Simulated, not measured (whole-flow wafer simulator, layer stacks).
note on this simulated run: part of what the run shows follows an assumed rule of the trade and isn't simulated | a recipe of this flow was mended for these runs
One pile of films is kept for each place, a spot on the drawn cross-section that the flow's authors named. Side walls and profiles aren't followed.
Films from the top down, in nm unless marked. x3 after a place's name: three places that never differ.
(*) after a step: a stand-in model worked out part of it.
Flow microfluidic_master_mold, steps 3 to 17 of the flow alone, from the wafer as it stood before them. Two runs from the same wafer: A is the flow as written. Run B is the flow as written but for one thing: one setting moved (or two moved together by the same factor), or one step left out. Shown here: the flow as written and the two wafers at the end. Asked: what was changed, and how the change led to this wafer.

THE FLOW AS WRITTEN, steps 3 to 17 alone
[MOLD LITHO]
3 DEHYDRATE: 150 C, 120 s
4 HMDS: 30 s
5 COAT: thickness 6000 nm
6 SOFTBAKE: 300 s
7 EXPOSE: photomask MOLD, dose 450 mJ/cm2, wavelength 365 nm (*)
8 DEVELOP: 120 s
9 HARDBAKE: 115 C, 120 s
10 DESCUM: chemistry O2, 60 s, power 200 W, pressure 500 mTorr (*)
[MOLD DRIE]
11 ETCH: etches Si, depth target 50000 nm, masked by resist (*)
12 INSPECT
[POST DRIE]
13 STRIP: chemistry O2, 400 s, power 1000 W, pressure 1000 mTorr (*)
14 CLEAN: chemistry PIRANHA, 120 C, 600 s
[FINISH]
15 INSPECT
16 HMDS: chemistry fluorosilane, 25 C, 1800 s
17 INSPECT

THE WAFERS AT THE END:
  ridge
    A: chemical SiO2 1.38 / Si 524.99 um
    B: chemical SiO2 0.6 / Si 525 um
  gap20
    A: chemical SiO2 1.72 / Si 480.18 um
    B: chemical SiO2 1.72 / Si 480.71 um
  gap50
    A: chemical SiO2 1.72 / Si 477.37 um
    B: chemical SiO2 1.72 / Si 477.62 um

The cause: step 5, COAT: thickness 9600 nm was run, where the flow has thickness 6000 nm.

How the change led to this, step by step:
  5 COAT: thickness 6000 nm
      ridge, gap20, gap50, gap200 x2: A thick-i-line-resist +6000 (new film) | B thick-i-line-resist +9600 (new film)
  8 DEVELOP: 120 s
      gap20, gap50, gap200 x2: A thick-i-line-resist -6000 (all of it) | B thick-i-line-resist -9600 (all of it)
  9 HARDBAKE: 115 C, 120 s
      ridge: A thick-i-line-resist -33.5 | B thick-i-line-resist -66.9
  11 ETCH: etches Si, depth target 50000 nm, masked by resist (*)
      gap20: A chemical SiO2 -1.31 (all of it), Si -44.81 um | B chemical SiO2 -1.31 (all of it), Si -44.29 um
      gap50: A chemical SiO2 -1.31 (all of it), Si -47.62 um | B chemical SiO2 -1.31 (all of it), Si -47.38 um
  13 STRIP: chemistry O2, 400 s, power 1000 W, pressure 1000 mTorr (*)
      ridge: A thick-i-line-resist -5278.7 (all of it), chemical SiO2 +0.78, Si -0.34 | B thick-i-line-resist -8763.4
  14 CLEAN: chemistry PIRANHA, 120 C, 600 s
      ridge: A nothing | B thick-i-line-resist -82 (all of it)
